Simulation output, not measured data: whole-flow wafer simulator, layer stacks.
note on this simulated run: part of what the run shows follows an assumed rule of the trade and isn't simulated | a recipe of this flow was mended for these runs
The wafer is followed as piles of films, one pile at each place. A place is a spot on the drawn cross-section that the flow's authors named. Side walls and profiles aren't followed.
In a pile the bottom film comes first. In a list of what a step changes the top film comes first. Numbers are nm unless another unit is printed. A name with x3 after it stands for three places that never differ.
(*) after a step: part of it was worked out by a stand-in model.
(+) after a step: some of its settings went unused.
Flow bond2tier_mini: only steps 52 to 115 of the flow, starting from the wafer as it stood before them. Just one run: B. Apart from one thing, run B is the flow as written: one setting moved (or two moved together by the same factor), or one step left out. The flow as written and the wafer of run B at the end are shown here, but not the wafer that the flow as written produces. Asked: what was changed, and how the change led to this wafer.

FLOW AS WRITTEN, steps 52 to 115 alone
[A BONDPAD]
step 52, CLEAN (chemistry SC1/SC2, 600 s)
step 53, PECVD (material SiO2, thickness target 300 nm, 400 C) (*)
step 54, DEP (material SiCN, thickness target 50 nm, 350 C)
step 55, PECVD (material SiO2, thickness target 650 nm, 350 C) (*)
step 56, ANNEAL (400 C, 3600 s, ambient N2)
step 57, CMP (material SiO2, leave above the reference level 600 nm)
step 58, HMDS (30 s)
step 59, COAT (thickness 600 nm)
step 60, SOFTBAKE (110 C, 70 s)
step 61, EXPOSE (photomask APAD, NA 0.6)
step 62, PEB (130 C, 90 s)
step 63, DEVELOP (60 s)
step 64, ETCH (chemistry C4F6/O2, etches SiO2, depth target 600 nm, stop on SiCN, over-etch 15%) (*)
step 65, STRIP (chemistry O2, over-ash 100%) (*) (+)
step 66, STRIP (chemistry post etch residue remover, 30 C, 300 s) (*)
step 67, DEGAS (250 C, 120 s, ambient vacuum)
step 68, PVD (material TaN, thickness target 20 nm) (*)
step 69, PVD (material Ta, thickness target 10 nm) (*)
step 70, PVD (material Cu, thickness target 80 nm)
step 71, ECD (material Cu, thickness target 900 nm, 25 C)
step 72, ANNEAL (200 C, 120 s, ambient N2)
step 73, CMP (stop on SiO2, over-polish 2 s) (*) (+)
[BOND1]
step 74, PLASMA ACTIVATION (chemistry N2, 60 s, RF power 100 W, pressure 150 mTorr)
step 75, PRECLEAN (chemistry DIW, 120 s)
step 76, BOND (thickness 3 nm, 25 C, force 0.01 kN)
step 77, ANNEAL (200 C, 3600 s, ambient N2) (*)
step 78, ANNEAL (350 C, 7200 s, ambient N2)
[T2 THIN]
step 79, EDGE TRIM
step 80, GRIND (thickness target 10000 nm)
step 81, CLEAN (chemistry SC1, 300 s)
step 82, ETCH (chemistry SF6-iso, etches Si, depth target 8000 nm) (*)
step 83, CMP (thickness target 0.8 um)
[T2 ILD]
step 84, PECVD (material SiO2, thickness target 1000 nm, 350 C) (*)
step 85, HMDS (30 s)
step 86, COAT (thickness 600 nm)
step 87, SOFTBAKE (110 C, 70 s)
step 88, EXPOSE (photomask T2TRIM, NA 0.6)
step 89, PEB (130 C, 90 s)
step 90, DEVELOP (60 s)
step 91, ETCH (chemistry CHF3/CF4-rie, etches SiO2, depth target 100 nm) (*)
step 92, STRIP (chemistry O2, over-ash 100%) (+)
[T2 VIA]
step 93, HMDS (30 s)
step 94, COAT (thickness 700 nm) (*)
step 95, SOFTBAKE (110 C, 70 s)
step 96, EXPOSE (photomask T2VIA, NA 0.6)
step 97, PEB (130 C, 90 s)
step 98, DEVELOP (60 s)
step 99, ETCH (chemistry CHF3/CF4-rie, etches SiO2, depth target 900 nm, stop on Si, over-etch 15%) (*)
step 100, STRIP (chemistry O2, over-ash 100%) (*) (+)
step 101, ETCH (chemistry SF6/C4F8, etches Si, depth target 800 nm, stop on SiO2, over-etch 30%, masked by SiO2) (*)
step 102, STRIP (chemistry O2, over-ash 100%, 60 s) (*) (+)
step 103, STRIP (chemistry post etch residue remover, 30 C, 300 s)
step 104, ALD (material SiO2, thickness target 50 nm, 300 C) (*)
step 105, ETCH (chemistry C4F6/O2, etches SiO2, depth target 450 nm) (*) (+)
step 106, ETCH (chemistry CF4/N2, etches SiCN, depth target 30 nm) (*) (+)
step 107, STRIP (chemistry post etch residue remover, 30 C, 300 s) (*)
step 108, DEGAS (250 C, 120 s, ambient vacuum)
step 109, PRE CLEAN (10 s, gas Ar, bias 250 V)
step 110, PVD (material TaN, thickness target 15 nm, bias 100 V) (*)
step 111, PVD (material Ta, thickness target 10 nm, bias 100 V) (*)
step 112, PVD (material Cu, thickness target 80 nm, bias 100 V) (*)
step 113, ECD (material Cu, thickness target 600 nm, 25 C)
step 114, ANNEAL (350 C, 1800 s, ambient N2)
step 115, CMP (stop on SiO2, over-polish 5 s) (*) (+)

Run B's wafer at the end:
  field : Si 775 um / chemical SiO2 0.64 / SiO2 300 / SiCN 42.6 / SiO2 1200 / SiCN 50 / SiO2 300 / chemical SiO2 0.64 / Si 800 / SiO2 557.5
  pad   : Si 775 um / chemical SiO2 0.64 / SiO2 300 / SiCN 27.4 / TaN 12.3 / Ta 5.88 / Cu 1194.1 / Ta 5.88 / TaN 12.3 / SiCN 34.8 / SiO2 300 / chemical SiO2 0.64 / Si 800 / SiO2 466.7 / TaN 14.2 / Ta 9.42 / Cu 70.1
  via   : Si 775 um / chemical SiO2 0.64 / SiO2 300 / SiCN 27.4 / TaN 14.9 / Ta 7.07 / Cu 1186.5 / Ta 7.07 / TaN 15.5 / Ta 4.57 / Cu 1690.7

Cause: step 54, DEP: thickness target 42.6 nm was run, whereas the flow has thickness target 50 nm.
The wafer itself shows it: field has SiCN 42.6, and step 54 as written asks for 50 nm.

The path from the change to this, step by step:
  step 54, DEP (material SiCN, thickness target 50 nm, 350 C)
      field, pad, via: SiCN gains 42.6 (new film) (as written it would have been: SiCN gains 50 (new film))
